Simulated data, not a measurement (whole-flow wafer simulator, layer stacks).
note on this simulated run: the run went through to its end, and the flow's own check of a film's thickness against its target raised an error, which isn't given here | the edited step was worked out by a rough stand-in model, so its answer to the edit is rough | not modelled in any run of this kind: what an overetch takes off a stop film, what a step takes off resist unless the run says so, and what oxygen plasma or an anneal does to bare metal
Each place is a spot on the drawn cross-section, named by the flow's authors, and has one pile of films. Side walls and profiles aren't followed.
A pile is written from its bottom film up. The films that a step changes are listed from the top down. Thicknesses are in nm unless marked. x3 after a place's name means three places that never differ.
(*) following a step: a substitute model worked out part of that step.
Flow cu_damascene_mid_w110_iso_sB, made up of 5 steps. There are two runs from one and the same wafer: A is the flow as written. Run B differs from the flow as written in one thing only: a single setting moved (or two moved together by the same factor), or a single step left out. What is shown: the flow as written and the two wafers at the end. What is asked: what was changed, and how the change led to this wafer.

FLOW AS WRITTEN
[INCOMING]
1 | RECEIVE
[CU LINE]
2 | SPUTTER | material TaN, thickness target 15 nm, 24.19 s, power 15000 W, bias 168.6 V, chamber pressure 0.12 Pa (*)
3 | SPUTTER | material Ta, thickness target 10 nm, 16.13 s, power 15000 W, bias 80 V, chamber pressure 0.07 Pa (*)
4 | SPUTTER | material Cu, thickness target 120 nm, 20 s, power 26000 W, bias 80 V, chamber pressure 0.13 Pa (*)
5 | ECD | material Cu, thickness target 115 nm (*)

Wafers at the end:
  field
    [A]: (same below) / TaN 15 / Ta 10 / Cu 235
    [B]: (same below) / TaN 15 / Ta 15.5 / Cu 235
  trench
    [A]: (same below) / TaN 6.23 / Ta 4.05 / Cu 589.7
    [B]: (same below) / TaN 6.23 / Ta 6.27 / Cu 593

What caused this: step 3, SPUTTER: thickness target 15.5 nm was run, whereas the flow has thickness target 10 nm; step 3, SPUTTER: 25 s was run, where the flow has 16.13 s.
The wafer lets one read it off: field has Ta 15.5, and step 3 as written asks for 10 nm.

The path from the change to this, step by step:
  3 | SPUTTER | material Ta, thickness target 10 nm, 16.13 s, power 15000 W, bias 80 V, chamber pressure 0.07 Pa (*)
      field: A +10 Ta (new film) | B +15.5 Ta (new film)
      trench: A +4.05 Ta (new film) | B +6.27 Ta (new film)
